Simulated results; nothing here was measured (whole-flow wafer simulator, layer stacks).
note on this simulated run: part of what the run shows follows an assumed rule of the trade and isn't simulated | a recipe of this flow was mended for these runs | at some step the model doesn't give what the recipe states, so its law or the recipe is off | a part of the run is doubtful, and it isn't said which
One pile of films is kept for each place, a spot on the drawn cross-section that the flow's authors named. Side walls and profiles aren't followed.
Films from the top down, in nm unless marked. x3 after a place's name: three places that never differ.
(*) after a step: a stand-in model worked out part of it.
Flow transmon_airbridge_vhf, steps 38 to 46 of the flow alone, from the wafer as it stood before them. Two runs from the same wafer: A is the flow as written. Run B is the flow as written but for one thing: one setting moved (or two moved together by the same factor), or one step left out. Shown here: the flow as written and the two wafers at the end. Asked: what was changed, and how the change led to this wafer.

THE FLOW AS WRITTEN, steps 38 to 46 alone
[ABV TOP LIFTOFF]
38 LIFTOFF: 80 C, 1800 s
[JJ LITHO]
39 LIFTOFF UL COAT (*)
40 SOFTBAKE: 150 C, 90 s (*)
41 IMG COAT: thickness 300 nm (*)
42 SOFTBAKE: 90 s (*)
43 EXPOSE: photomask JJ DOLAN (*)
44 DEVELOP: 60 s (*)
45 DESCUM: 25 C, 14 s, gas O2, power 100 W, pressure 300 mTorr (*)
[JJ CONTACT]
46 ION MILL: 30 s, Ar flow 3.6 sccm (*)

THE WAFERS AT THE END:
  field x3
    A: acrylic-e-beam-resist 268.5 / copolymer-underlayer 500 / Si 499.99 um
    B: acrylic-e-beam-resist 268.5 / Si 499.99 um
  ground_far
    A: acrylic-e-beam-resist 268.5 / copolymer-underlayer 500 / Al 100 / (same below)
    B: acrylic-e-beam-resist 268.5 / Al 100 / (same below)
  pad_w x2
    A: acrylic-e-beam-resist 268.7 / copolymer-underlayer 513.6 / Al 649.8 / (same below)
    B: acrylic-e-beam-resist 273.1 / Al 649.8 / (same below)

The cause: step 39, LIFTOFF UL COAT (*), was left out.

How the change led to this, step by step:
  41 IMG COAT: thickness 300 nm (*)
      flank_w x2: A acrylic-e-beam-resist +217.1 (new film) | B acrylic-e-beam-resist +181.5 (new film)
      bridge_strip: A acrylic-e-beam-resist +196.8 (new film) | B acrylic-e-beam-resist +187.2 (new film)
  44 DEVELOP: 60 s (*)
      jj_line: A acrylic-e-beam-resist -300 (all of it), copolymer-underlayer -500 (all of it) | B acrylic-e-beam-resist -300 (all of it)
  45 DESCUM: 25 C, 14 s, gas O2, power 100 W, pressure 300 mTorr (*)
      jj_line: A nothing | B chemical SiO2 +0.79 (new film), Si -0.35
  46 ION MILL: 30 s, Ar flow 3.6 sccm (*)
      jj_line: A Si -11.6 | B chemical SiO2 -0.79 (all of it), Si -10.9
